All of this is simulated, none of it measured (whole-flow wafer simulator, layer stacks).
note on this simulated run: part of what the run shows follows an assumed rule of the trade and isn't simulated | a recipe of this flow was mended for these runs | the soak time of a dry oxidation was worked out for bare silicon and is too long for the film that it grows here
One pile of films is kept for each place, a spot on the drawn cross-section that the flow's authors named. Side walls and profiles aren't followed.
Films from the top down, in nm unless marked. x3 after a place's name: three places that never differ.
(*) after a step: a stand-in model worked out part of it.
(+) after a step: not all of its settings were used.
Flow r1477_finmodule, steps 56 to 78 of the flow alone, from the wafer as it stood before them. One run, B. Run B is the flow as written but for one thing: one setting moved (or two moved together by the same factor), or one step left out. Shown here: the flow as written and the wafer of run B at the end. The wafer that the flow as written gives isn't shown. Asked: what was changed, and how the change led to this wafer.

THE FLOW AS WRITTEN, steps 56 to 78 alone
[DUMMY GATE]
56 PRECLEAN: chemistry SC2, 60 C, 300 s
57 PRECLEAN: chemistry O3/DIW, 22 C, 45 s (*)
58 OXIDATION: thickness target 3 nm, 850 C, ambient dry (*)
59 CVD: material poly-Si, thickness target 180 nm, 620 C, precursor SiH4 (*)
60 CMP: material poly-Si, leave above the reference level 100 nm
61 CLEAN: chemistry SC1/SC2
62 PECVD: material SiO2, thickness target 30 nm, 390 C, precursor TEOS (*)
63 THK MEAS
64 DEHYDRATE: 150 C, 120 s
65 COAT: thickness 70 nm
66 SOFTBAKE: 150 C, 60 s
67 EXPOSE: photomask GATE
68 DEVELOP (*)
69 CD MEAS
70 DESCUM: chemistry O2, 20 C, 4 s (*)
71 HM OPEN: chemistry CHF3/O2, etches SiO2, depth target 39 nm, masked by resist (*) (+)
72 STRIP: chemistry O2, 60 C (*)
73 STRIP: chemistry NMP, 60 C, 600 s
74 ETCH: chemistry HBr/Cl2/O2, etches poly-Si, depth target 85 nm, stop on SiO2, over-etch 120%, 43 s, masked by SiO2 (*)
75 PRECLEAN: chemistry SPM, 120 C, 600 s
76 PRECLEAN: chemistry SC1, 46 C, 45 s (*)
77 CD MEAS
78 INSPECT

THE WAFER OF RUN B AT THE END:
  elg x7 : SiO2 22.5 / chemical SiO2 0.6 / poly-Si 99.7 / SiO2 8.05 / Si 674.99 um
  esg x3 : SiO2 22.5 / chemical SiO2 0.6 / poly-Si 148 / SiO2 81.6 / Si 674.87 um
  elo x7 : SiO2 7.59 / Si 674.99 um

The cause: step 58, OXIDATION: 935 C was run, where the flow has 850 C; step 59, CVD: thickness target 198 nm was run, where the flow has thickness target 180 nm.

How the change led to this, step by step:
  58 OXIDATION: thickness target 3 nm, 850 C, ambient dry (*)
      elg x7, elo x7: SiO2 +8.05 (new film), chemical SiO2 -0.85 (all of it), Si -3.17 (as written it would be: SiO2 +3 (new film), chemical SiO2 -0.85 (all of it), Si -0.95)
      esg x3, e200sg, s40sg x3, eso x3, e200so, s40so x3: SiO2 +2.65, chemical SiO2 -0.48 (all of it), Si -0.95 (as written it would be: SiO2 +1.01, chemical SiO2 -0.48 (all of it), Si -0.23)
      (and at 8 more places)
  59 CVD: material poly-Si, thickness target 180 nm, 620 C, precursor SiH4 (*)
      esg x3, s40cg x3, s40sg x3, eso x3, s40co x3, s40so x3: poly-Si +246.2 (new film) (as written it would be: poly-Si +226.3 (new film))
      pad, padg, elg x7, elo x7: poly-Si +198 (new film) (as written it would be: poly-Si +180 (new film))
      (and at 2 more places)
  60 CMP: material poly-Si, leave above the reference level 100 nm
      elg x7, esg x3, s40cg x3, s40sg x3, elo x7, eso x3, s40co x3, s40so x3: poly-Si -98 (as written it would be: poly-Si -80)
      pad, padg: poly-Si -40.9 (as written it would be: poly-Si -24.8)
      (and at 2 more places)
